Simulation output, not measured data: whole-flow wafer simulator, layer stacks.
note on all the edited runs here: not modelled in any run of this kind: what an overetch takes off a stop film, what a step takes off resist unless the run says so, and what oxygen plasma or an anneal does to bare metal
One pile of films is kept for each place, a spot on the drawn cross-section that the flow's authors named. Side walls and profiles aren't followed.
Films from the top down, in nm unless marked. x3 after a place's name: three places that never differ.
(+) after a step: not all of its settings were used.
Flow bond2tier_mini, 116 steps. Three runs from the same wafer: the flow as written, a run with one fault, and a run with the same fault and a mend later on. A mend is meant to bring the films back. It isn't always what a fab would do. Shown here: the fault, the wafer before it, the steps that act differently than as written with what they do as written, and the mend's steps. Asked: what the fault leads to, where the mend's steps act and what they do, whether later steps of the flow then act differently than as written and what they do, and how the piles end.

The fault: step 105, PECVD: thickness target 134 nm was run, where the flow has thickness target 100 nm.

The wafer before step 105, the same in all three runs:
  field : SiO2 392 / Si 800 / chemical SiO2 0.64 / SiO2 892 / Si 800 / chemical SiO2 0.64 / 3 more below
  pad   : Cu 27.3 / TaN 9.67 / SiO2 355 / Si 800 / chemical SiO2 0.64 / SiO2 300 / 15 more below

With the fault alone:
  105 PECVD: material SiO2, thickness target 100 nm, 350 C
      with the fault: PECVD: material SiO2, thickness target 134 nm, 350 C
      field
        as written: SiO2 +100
        with the fault: SiO2 +134
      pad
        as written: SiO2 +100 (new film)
        with the fault: SiO2 +134 (new film)
  Later steps of the flow that act differently than as written:
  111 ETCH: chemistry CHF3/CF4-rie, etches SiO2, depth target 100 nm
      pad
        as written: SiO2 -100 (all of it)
        with the fault: SiO2 -100
  At the end the piles differ from the flow's by more than 2% or 0.5 nm, whichever is larger, at field, pad.
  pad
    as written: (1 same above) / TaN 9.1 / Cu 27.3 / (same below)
    with the fault: (1 same above) / TaN 9.1 / SiO2 34 / Cu 27.3 / (same below)
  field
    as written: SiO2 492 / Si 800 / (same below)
    with the fault: SiO2 526 / Si 800 / (same below)

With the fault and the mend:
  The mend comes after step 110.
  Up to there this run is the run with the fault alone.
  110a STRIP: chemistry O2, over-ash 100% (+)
      field
        KrF resist -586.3 (all of it)
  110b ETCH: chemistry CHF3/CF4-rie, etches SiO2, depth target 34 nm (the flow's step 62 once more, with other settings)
      field, pad
        SiO2 -34
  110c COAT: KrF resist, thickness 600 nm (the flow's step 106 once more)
      field, pad
        KrF resist +600 (new film)
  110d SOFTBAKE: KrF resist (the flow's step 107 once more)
      changes no film at any place that is followed
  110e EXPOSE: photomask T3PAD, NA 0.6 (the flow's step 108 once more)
      changes no film at any place that is followed
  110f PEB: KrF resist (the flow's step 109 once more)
      changes no film at any place that is followed
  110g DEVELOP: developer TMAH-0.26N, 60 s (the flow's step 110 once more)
      field
        KrF resist -13.7
      pad
        KrF resist -600 (all of it)
  No later step of the flow acts differently than as written at any place that is followed.
  At the end the piles are the same as the flow's at every place that both follow.
